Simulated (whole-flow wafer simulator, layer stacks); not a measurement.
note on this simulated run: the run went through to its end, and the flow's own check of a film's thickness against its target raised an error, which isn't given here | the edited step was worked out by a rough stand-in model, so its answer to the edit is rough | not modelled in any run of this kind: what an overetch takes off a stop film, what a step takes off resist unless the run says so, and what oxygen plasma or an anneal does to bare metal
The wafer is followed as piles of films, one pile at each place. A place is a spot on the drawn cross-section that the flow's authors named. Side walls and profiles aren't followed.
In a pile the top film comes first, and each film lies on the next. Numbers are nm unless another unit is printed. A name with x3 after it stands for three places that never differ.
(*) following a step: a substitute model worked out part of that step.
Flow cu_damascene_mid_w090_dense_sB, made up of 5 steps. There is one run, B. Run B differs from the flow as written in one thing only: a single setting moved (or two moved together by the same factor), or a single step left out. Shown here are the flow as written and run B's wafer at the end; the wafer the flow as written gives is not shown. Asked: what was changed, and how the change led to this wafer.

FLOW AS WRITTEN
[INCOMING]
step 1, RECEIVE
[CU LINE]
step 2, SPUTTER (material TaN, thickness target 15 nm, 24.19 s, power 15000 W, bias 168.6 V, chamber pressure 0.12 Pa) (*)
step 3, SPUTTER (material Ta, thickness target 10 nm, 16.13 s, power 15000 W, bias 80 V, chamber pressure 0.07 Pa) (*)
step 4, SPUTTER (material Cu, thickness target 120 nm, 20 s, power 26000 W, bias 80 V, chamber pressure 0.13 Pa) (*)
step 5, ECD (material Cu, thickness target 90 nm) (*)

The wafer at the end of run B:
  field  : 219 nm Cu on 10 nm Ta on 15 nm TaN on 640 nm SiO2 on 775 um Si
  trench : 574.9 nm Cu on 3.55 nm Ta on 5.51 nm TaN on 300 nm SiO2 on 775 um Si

What caused this: step 5, ECD: thickness target 99 nm was run, whereas the flow has thickness target 90 nm.

Step by step, how the change led to this:
  step 5, ECD (material Cu, thickness target 90 nm) (*)
      field: +99 Cu (in the flow as written it would be: +90 Cu)
